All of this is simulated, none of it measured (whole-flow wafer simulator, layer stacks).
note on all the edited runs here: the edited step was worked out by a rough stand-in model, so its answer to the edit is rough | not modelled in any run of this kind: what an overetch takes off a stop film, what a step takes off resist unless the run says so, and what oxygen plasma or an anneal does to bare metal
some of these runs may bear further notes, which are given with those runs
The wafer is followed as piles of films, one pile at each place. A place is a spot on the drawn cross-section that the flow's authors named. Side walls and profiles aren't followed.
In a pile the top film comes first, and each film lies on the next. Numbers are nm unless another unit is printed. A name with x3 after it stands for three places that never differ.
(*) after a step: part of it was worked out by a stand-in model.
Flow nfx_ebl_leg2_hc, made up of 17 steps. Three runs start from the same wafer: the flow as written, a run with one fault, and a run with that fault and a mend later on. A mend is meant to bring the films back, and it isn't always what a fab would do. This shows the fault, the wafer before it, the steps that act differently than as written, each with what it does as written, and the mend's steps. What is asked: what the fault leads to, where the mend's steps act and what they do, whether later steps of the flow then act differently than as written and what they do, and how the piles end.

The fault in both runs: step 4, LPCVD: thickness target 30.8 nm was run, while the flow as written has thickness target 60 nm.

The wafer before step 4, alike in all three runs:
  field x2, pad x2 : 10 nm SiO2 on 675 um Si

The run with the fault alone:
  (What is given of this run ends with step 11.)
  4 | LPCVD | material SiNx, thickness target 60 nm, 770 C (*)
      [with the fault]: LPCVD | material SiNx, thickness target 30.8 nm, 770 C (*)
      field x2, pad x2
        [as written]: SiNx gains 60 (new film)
        [with the fault]: SiNx gains 30.8 (new film)
  Every later step of the flow up to step 11 that is run acts as written at every place that is followed.
  The piles after step 11 differ from the flow's at field x2, pad x2 by more than 2% or 0.5 nm, whichever is larger.
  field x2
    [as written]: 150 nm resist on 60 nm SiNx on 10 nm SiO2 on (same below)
    [with the fault]: 150 nm resist on 30.8 nm SiNx on 10 nm SiO2 on (same below)
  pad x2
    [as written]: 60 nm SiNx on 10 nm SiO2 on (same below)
    [with the fault]: 30.8 nm SiNx on 10 nm SiO2 on (same below)

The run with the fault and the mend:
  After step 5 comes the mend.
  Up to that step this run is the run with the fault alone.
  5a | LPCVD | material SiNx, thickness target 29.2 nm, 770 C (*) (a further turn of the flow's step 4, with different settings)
      field x2, pad x2
        SiNx gains 29.2
  Every later step of the flow that is run acts as written at every place that is followed.
  The piles end the same as the flow's at every place that both follow.
